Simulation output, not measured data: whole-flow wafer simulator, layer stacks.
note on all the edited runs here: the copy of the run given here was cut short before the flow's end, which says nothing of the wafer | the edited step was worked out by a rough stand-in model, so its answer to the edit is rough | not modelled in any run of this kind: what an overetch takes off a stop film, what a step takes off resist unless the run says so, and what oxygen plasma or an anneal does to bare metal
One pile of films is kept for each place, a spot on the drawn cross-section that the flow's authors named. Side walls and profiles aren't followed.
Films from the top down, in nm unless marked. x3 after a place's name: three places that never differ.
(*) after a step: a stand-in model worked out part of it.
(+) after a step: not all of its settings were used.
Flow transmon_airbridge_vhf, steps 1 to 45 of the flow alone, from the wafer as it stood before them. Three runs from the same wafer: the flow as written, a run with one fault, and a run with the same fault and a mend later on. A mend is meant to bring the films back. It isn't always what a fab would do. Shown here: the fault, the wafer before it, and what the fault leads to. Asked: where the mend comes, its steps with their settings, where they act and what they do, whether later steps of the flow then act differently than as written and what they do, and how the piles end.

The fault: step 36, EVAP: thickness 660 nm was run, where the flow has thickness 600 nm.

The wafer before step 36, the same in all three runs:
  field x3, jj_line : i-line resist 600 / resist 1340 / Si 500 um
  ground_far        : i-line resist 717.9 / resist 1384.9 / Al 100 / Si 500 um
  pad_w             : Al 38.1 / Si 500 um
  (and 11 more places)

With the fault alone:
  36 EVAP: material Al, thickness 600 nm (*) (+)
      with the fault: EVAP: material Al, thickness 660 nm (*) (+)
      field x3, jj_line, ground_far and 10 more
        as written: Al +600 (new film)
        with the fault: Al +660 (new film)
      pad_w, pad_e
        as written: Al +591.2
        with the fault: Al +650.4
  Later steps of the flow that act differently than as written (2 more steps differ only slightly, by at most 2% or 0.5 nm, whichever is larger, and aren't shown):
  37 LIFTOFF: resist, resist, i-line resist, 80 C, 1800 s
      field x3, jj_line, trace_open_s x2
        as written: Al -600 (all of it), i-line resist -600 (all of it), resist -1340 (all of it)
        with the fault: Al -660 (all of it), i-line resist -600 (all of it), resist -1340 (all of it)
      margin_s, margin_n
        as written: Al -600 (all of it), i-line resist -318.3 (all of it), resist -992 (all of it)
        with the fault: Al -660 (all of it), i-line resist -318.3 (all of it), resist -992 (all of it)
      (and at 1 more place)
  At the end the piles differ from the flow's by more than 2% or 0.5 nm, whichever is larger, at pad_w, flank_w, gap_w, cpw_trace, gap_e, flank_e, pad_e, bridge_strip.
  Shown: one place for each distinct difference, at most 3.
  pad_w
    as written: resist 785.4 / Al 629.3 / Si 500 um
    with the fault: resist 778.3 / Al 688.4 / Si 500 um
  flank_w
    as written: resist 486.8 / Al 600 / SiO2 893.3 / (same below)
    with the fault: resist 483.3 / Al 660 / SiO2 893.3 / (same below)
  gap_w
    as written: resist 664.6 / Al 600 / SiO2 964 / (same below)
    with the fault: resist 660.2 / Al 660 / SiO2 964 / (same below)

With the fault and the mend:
  The mend comes after step 36.
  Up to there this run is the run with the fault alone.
  36a METAL ETCH: etches Al, depth 60 nm (the flow's step 11 once more, with other settings)
      field x3, jj_line, ground_far and 12 more
        Al -60
  No later step of the flow acts differently than as written, at any place that is followed, by more than 2% or 0.5 nm, whichever is larger.
  At the end the piles differ from the flow's only slightly at the places that both follow, by at most 2% or 0.5 nm, whichever is larger.
